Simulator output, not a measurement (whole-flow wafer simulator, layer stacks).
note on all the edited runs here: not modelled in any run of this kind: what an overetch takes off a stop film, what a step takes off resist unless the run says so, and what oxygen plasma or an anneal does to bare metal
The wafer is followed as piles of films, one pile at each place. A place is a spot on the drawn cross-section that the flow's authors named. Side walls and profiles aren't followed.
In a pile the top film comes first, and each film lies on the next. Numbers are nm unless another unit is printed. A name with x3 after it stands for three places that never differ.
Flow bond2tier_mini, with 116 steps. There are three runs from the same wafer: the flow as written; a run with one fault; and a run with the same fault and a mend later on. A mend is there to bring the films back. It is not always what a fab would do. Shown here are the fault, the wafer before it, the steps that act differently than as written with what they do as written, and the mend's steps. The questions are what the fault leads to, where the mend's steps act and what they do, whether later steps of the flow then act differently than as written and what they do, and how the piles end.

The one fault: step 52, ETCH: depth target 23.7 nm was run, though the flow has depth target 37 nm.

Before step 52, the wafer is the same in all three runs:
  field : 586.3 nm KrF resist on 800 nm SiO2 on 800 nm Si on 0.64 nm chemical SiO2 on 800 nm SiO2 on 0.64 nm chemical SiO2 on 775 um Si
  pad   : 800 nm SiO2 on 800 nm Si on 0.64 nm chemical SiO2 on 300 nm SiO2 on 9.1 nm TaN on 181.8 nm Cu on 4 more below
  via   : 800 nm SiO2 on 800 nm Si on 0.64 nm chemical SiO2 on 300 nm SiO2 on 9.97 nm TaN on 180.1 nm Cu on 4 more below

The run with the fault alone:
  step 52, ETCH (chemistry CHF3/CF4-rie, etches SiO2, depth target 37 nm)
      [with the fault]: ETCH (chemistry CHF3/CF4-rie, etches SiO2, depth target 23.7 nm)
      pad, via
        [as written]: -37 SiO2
        [with the fault]: -23.7 SiO2
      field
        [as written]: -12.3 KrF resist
        [with the fault]: -7.9 KrF resist
  Later steps of the flow acting differently than as written (7 more steps, not shown, differ only slightly: by at most 2% or 0.5 nm, whichever is larger):
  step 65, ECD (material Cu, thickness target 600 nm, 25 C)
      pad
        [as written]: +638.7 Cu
        [with the fault]: +624.8 Cu
  By the end, the piles at pad depart from the flow's by more than 2% or 0.5 nm, whichever is larger.
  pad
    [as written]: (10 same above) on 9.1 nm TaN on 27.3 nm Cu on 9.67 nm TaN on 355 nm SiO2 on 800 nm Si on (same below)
    [with the fault]: (10 same above) on 9.1 nm TaN on 13.9 nm Cu on 9.79 nm TaN on 368.3 nm SiO2 on 800 nm Si on (same below)

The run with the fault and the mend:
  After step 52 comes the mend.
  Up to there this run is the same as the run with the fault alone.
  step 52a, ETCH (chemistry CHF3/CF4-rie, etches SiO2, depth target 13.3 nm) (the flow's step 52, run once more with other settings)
      pad, via
        -13.3 SiO2
      field
        -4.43 KrF resist
  None of the later steps of the flow acts differently than as written at any place that is followed.
  By the end, the piles equal the flow's at every place that both follow.
